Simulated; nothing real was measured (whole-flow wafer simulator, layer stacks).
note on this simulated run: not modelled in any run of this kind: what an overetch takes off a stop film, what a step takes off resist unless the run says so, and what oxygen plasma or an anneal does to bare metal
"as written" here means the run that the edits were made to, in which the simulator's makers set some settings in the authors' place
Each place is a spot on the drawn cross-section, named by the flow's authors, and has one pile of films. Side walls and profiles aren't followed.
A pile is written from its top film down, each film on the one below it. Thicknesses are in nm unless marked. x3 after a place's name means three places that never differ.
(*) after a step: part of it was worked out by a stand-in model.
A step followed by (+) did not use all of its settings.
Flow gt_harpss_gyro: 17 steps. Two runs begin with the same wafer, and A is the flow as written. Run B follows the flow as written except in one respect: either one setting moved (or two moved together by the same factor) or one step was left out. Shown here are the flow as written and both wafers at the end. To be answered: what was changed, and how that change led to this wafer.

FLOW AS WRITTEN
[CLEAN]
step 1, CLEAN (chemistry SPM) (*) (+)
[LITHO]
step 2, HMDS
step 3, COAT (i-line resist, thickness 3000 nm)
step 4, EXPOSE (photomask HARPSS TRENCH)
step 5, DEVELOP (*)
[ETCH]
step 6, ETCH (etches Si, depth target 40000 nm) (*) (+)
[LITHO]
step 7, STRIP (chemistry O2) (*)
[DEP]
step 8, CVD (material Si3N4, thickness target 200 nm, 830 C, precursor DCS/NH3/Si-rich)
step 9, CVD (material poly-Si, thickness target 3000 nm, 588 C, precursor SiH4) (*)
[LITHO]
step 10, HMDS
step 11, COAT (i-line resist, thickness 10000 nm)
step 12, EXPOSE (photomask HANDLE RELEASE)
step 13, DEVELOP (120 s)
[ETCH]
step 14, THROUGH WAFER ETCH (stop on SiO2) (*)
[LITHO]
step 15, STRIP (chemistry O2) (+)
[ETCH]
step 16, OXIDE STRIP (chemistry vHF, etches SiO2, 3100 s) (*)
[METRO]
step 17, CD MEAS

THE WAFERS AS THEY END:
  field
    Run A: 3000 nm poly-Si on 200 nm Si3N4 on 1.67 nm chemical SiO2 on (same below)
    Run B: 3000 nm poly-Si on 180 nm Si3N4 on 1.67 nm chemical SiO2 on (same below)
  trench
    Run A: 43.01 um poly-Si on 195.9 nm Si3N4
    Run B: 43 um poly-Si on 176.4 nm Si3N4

What caused this: step 8, CVD: thickness target 180 nm was run, whereas the flow has thickness target 200 nm.
The wafer lets one read it off: field has Si3N4 180, and step 8 as written asks for 200 nm.

How this came from the change, step by step:
  step 8, CVD (material Si3N4, thickness target 200 nm, 830 C, precursor DCS/NH3/Si-rich)
      field: A Si3N4 gains 200 (new film) | B Si3N4 gains 180 (new film)
      trench: A Si3N4 gains 195.9 (new film) | B Si3N4 gains 176.4 (new film)
  step 9, CVD (material poly-Si, thickness target 3000 nm, 588 C, precursor SiH4) (*)
      trench: A poly-Si gains 43.01 um (new film) | B poly-Si gains 43 um (new film)
